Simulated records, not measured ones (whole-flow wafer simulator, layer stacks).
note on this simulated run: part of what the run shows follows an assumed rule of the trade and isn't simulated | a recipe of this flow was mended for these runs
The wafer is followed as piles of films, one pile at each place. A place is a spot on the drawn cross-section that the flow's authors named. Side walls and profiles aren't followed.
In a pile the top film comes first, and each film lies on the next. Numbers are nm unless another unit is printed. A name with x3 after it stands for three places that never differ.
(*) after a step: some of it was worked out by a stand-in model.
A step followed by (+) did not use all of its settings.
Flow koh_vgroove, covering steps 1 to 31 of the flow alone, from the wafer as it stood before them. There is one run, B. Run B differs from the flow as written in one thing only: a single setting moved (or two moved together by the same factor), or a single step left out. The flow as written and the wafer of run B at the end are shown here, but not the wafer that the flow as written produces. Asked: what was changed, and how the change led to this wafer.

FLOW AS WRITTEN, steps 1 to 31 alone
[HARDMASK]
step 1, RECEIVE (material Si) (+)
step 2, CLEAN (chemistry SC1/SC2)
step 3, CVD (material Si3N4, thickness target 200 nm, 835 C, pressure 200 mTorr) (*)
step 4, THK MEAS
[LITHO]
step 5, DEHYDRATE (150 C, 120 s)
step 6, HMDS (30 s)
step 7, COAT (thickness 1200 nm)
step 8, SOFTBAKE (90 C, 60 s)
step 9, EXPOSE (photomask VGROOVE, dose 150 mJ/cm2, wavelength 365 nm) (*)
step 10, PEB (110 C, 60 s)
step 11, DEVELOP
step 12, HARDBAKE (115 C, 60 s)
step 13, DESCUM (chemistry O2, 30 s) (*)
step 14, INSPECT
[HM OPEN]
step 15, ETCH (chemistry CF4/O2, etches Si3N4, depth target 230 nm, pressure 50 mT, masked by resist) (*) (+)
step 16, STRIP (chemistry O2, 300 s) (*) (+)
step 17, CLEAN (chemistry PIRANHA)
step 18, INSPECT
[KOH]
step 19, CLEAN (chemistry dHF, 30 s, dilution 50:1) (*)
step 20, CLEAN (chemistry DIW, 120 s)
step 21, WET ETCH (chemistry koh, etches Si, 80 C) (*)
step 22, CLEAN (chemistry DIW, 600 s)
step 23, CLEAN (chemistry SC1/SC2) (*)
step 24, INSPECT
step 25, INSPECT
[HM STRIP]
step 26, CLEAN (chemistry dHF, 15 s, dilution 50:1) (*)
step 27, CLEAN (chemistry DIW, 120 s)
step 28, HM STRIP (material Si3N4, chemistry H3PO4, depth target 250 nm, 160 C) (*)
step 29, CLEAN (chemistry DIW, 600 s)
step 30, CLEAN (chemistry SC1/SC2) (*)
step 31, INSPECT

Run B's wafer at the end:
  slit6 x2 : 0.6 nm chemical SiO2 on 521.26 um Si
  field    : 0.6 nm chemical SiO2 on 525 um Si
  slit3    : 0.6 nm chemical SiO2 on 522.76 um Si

What caused this: step 3, CVD: thickness target 230 nm was run, though the flow has thickness target 200 nm.

How this came from the change, step by step:
  step 3, CVD (material Si3N4, thickness target 200 nm, 835 C, pressure 200 mTorr) (*)
      field, slit3, slit2, slit6 x2: Si3N4 gains 230 (new film) (as written it would have been: Si3N4 gains 200 (new film))
  step 15, ETCH (chemistry CF4/O2, etches Si3N4, depth target 230 nm, pressure 50 mT, masked by resist) (*) (+)
      slit3, slit2, slit6 x2: Si3N4 loses 230 (all of it) (as written it would have been: Si3N4 loses 200 (all of it), chemical SiO2 loses 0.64 (all of it), Si loses 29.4)
  step 16, STRIP (chemistry O2, 300 s) (*) (+)
      slit3, slit2, slit6 x2: chemical SiO2 gains 0.97, Si loses 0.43 (as written it would have been: chemical SiO2 gains 1.6 (new film), Si loses 0.7)
  step 28, HM STRIP (material Si3N4, chemistry H3PO4, depth target 250 nm, 160 C) (*)
      field: Si3N4 loses 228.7 (all of it), chemical SiO2 loses 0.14, Si loses 1.25 (as written it would have been: Si3N4 loses 198.7 (all of it), chemical SiO2 loses 0.14, Si loses 2.75)
